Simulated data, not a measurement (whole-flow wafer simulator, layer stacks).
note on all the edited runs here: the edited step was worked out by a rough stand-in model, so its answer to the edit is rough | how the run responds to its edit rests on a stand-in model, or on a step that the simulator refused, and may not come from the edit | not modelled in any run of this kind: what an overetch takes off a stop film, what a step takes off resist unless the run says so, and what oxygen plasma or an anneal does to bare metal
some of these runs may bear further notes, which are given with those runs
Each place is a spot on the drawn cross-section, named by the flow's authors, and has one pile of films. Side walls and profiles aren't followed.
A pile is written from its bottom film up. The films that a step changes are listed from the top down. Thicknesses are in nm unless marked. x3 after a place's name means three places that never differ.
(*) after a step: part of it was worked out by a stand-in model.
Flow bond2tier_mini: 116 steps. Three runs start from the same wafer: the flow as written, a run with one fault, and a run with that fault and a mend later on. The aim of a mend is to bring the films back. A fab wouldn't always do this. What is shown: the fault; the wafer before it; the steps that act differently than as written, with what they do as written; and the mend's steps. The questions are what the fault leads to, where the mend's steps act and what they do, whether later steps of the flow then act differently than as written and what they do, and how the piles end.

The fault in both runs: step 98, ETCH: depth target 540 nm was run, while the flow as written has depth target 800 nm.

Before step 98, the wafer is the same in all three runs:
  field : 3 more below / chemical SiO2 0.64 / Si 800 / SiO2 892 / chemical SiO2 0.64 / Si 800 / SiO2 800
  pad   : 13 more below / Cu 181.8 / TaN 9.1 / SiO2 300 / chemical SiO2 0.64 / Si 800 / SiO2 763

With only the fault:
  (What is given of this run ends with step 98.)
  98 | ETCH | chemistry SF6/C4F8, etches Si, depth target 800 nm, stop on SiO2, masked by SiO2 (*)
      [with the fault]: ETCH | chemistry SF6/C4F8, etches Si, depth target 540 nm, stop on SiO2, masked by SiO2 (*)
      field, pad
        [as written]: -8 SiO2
        [with the fault]: -5.4 SiO2
  After step 98 the piles are close to the flow's at the places that both follow, differing by at most 2% or 0.5 nm, whichever is larger.

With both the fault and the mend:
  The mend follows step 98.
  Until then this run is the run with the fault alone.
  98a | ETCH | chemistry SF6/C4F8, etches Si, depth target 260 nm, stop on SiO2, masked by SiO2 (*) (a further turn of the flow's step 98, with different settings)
      field, pad
        -2.6 SiO2
  Later steps of the flow that are run all act as written at every place that is followed.
  At every place that both follow, the piles at the end match the flow's.
